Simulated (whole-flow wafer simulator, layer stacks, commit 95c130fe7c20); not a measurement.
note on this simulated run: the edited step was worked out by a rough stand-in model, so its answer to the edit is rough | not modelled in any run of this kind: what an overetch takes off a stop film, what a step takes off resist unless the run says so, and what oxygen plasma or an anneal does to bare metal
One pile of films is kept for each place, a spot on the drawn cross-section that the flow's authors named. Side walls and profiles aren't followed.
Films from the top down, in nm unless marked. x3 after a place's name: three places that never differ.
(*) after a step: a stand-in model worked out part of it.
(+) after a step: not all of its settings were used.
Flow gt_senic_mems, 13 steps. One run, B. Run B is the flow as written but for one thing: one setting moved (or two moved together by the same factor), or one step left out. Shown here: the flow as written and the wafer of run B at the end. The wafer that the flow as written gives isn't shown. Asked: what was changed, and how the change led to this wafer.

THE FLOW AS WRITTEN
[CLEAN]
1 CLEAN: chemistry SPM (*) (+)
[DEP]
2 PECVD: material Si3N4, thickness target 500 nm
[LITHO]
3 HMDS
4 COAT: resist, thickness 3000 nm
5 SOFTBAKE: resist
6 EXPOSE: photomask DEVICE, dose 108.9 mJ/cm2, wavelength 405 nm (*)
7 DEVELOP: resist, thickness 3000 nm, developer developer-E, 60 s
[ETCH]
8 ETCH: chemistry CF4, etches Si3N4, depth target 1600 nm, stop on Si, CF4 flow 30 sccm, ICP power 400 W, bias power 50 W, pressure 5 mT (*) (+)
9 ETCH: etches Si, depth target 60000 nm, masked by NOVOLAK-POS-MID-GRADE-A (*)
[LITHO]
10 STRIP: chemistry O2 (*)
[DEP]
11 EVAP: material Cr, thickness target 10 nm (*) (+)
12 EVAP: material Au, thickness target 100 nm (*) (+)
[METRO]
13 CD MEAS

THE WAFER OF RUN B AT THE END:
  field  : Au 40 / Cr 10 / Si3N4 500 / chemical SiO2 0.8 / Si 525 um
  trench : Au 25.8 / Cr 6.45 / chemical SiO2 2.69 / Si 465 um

The cause: step 12, EVAP: thickness target 40 nm was run, where the flow has thickness target 100 nm.
It can be read off the wafer: field has Au 40, and step 12 as written asks for 100 nm.

How the change led to this, step by step:
  12 EVAP: material Au, thickness target 100 nm (*) (+)
      field: Au +40 (new film) (as written it would be: Au +100 (new film))
      trench: Au +25.8 (new film) (as written it would be: Au +64.1 (new film))
